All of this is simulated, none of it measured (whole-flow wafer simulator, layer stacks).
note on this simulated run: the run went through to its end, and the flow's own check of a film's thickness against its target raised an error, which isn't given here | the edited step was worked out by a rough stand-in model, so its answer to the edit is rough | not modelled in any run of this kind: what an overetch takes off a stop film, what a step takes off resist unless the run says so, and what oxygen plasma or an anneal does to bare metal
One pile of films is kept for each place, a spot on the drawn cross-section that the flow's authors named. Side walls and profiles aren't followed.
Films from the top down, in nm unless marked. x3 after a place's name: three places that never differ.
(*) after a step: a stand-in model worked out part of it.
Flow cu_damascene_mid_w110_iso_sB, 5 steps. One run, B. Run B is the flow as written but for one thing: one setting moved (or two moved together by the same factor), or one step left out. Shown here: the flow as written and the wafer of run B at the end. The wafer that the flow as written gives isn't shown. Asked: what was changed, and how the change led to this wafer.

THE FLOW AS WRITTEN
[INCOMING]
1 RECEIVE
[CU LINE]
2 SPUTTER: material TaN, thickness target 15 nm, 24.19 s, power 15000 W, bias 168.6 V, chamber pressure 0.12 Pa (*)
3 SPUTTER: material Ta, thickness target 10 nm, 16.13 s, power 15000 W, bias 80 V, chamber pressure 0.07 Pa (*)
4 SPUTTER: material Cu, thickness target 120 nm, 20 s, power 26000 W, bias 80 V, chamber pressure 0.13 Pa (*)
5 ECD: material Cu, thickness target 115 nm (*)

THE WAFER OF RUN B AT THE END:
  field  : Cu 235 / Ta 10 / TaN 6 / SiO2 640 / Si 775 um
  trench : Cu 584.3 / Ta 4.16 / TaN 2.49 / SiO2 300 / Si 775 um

The cause: step 2, SPUTTER: 9.68 s was run, where the flow has 24.19 s.

How the change led to this, step by step:
  2 SPUTTER: material TaN, thickness target 15 nm, 24.19 s, power 15000 W, bias 168.6 V, chamber pressure 0.12 Pa (*)
      field: TaN +6 (new film) (as written it would be: TaN +15 (new film))
      trench: TaN +2.49 (new film) (as written it would be: TaN +6.23 (new film))
  4 SPUTTER: material Cu, thickness target 120 nm, 20 s, power 26000 W, bias 80 V, chamber pressure 0.13 Pa (*)
      trench: Cu +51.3 (new film) (as written it would be: Cu +49.9 (new film))
